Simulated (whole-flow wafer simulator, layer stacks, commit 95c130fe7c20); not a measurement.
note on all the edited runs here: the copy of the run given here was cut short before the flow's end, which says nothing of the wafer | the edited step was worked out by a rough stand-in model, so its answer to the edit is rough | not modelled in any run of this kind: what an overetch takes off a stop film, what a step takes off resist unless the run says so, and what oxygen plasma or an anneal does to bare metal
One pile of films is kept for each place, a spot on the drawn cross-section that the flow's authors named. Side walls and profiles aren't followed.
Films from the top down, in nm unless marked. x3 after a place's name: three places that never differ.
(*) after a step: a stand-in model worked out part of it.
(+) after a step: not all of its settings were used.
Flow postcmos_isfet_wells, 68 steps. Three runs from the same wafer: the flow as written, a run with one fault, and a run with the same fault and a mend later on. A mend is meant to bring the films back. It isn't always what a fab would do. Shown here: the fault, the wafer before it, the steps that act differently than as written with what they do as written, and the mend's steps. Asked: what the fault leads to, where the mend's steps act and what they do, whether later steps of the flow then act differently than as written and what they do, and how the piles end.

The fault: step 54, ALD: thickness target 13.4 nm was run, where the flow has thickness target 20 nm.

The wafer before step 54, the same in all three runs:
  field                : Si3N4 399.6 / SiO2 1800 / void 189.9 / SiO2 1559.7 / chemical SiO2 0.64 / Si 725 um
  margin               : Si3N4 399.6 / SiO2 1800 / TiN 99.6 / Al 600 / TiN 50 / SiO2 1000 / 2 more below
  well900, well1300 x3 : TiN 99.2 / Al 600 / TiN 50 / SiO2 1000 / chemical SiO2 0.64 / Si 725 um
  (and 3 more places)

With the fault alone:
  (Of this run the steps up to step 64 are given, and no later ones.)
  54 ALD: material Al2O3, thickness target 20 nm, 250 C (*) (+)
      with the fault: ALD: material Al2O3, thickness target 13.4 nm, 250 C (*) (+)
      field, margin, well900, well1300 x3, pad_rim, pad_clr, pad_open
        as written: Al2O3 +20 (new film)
        with the fault: Al2O3 +13.4 (new film)
  No later step of the flow up to step 64 acts differently than as written, at any place that is followed, by more than 2% or 0.5 nm, whichever is larger.
  After step 64 the piles differ from the flow's by more than 2% or 0.5 nm, whichever is larger, at field, margin, pad_rim, pad_clr, pad_open.
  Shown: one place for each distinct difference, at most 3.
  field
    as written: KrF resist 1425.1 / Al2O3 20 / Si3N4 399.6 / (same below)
    with the fault: KrF resist 1408.5 / Al2O3 13.4 / Si3N4 399.6 / (same below)
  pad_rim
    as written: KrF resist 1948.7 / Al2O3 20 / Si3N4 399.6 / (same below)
    with the fault: KrF resist 1949.6 / Al2O3 13.4 / Si3N4 399.6 / (same below)
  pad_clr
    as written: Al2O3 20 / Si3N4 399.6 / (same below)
    with the fault: Al2O3 13.4 / Si3N4 399.6 / (same below)

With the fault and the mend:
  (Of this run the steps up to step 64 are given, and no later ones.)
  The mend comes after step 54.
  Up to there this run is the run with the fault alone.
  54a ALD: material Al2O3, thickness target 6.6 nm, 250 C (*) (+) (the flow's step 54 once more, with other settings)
      field, margin, well900, well1300 x3, pad_rim, pad_clr, pad_open
        Al2O3 +6.6
  No later step of the flow up to step 64 acts differently than as written at any place that is followed.
  After step 64 the piles are the same as the flow's at every place that both follow.
